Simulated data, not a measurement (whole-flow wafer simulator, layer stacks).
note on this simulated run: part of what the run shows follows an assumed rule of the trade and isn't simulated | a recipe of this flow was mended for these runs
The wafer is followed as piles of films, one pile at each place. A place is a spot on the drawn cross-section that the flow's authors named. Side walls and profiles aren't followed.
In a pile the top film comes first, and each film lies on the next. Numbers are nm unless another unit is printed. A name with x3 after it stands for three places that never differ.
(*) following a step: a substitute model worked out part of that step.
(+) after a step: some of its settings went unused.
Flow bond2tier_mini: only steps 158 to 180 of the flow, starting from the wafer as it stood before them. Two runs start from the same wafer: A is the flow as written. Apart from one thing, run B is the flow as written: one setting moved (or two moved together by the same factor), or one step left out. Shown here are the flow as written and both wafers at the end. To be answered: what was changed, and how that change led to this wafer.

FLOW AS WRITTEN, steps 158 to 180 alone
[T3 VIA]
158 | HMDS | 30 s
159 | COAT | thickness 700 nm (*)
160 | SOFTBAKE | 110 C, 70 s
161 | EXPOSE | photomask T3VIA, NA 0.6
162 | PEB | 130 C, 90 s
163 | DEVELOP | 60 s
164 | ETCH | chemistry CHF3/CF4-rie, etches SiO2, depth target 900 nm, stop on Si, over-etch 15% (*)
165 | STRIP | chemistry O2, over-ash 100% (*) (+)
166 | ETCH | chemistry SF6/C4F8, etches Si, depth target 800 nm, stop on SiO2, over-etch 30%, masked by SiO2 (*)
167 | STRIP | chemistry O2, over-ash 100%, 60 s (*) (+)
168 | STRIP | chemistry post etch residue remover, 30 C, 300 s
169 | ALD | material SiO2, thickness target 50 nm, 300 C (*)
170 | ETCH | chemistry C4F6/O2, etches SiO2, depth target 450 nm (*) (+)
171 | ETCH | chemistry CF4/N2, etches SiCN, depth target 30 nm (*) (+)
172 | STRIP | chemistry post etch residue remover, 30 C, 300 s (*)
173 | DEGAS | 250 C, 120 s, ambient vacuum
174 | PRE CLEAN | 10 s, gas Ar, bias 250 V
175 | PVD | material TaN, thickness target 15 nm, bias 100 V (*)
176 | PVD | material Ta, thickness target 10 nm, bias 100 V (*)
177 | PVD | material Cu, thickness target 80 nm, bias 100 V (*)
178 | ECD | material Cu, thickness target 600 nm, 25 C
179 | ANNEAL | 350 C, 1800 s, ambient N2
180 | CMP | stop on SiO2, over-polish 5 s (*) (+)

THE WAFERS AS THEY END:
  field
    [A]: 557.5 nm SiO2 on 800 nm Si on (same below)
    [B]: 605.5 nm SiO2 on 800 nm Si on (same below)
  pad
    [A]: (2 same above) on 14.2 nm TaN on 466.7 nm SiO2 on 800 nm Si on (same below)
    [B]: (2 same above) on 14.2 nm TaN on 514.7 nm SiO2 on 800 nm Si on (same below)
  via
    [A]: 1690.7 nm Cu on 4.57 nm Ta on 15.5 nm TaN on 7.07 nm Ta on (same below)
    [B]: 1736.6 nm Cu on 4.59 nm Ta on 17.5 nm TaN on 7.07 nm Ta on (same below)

The reason: step 169, ALD: thickness target 44 nm was run, while the flow as written has thickness target 50 nm; step 170, ETCH: depth target 396 nm was run, where the flow has depth target 450 nm.

How this came from the change, step by step:
  169 | ALD | material SiO2, thickness target 50 nm, 300 C (*)
      field, pad, via: A SiO2 gains 50 | B SiO2 gains 44
  170 | ETCH | chemistry C4F6/O2, etches SiO2, depth target 450 nm (*) (+)
      field, pad: A SiO2 loses 450 | B SiO2 loses 396
      via: A SiO2 loses 348.1 (all of it), SiCN loses 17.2 | B SiO2 loses 342.1 (all of it), SiCN loses 9.08
  171 | ETCH | chemistry CF4/N2, etches SiCN, depth target 30 nm (*) (+)
      via: A SiCN loses 17.6 (all of it), TaN loses 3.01 | B SiCN loses 25.7 (all of it), TaN loses 1.04
